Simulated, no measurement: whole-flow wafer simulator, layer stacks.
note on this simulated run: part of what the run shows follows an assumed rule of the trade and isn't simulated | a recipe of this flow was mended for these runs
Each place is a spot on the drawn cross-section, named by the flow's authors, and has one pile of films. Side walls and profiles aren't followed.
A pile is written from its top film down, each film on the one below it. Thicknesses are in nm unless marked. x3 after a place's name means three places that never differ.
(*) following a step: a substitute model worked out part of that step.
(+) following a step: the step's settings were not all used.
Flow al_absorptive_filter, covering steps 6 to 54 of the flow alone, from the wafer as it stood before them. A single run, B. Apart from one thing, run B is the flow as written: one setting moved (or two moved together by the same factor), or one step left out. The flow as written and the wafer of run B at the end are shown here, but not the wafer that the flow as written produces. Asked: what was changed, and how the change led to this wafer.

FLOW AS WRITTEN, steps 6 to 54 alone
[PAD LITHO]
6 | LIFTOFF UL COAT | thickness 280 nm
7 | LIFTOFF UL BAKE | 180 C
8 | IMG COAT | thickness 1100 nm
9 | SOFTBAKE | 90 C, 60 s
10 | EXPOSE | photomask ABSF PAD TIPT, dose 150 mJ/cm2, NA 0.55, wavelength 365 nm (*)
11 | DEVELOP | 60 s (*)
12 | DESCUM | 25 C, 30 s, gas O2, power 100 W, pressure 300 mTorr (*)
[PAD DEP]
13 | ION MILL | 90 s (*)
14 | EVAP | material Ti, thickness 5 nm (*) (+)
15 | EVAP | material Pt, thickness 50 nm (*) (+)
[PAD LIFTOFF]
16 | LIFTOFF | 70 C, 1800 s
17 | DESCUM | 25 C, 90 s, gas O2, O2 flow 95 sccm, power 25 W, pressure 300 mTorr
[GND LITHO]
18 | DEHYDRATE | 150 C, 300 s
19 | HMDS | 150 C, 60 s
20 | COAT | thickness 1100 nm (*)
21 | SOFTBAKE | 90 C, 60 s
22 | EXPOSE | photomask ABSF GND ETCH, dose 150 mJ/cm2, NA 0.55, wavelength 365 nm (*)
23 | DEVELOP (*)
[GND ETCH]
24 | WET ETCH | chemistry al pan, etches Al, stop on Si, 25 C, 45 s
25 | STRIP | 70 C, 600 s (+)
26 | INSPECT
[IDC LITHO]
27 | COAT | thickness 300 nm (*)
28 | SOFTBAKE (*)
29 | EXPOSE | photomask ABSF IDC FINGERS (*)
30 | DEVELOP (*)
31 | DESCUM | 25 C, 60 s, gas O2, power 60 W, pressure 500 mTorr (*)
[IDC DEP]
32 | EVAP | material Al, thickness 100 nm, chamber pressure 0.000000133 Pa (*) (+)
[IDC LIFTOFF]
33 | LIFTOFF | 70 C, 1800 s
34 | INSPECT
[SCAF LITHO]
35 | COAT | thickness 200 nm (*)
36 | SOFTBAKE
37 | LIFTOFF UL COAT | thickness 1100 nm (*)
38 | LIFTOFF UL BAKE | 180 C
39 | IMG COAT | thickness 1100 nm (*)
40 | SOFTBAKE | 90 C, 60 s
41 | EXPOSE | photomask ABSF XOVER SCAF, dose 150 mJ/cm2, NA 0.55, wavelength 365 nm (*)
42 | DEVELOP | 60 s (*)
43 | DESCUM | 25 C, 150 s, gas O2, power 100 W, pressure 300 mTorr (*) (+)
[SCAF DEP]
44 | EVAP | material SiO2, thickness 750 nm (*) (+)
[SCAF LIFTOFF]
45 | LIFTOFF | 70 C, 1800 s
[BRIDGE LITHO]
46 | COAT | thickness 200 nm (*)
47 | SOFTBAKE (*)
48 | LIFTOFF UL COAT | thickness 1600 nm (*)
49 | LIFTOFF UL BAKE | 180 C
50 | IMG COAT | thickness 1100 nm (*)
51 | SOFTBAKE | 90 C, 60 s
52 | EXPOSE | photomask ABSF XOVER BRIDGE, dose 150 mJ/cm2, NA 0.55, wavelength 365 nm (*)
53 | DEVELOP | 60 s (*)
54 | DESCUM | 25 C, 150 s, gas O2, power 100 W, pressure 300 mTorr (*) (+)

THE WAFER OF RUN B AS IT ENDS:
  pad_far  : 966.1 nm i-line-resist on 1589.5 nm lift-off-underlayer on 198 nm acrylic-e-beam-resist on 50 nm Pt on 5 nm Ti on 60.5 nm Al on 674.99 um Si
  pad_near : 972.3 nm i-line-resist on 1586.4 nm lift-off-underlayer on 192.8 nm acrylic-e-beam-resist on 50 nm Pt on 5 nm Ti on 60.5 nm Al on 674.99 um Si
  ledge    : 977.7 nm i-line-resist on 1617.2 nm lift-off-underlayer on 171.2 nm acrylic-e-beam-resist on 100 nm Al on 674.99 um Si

What caused this: step 11, DEVELOP: 48 s was run, whereas the flow has 60 s.

The path from the change to this, step by step:
  11 | DEVELOP | 60 s (*)
      pad_far, pad_near: -1100 i-line-resist (all of it), -280 lift-off-underlayer (all of it), -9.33 Al (as written it would have been: -1100 i-line-resist (all of it), -280 lift-off-underlayer (all of it), -13.3 Al)
